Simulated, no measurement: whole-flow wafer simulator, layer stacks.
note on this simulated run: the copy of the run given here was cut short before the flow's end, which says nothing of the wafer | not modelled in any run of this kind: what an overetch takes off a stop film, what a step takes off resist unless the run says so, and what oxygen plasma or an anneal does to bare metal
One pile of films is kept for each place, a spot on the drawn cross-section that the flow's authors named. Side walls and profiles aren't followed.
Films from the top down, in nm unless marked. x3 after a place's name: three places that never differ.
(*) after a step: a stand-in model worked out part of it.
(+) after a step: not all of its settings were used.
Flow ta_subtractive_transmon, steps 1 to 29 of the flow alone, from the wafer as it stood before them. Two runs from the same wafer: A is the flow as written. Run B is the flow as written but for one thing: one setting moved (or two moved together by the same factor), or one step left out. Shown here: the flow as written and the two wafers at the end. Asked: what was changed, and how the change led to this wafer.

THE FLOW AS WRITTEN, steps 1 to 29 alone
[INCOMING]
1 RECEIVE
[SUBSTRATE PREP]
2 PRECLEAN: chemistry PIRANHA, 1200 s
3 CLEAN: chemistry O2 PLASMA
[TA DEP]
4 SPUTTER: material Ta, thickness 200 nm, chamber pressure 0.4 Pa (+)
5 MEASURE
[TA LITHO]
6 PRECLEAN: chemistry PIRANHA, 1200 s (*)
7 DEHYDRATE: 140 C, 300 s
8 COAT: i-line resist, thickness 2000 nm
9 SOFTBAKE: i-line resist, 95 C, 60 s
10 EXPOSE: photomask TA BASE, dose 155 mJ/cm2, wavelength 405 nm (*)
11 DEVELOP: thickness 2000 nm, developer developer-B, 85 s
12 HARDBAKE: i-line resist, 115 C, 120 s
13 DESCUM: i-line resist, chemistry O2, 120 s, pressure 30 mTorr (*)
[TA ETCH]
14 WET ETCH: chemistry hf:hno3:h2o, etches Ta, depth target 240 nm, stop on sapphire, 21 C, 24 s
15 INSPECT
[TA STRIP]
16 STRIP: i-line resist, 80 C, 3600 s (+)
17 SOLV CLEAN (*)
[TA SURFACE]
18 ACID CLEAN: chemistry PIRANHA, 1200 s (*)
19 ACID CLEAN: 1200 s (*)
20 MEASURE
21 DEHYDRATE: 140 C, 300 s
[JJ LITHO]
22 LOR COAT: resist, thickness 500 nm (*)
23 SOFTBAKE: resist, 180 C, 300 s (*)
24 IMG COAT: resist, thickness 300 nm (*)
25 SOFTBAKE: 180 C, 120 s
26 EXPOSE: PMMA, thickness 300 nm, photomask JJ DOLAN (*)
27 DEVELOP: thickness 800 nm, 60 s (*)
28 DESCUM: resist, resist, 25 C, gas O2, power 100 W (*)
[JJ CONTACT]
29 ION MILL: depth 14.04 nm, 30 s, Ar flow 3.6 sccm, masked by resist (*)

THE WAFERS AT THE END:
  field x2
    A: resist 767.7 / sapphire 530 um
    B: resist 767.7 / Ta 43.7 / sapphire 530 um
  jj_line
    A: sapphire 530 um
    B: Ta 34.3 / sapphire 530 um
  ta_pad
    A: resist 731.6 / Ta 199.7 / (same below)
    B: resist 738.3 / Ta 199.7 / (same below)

The cause: step 14, WET ETCH: depth target 156 nm was run, where the flow has depth target 240 nm; step 14, WET ETCH: 15.6 s was run, where the flow has 24 s.

How the change led to this, step by step:
  14 WET ETCH: chemistry hf:hno3:h2o, etches Ta, depth target 240 nm, stop on sapphire, 21 C, 24 s
      field x2, jj_line, lead: A Ta -200 (all of it) | B Ta -156
  22 LOR COAT: resist, thickness 500 nm (*)
      lead: A resist +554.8 (new film) | B resist +543.5 (new film)
      ta_contact: A resist +443.8 (new film) | B resist +455.2 (new film)
  29 ION MILL: depth 14.04 nm, 30 s, Ar flow 3.6 sccm, masked by resist (*)
      jj_line, lead: A sapphire -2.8 | B Ta -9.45
Counting metal films that touch as one body, field x2 has 1 body; the flow as written gives 0 bodies.
Counting metal films that touch as one body, jj_line has 1 body; the flow as written gives 0 bodies.
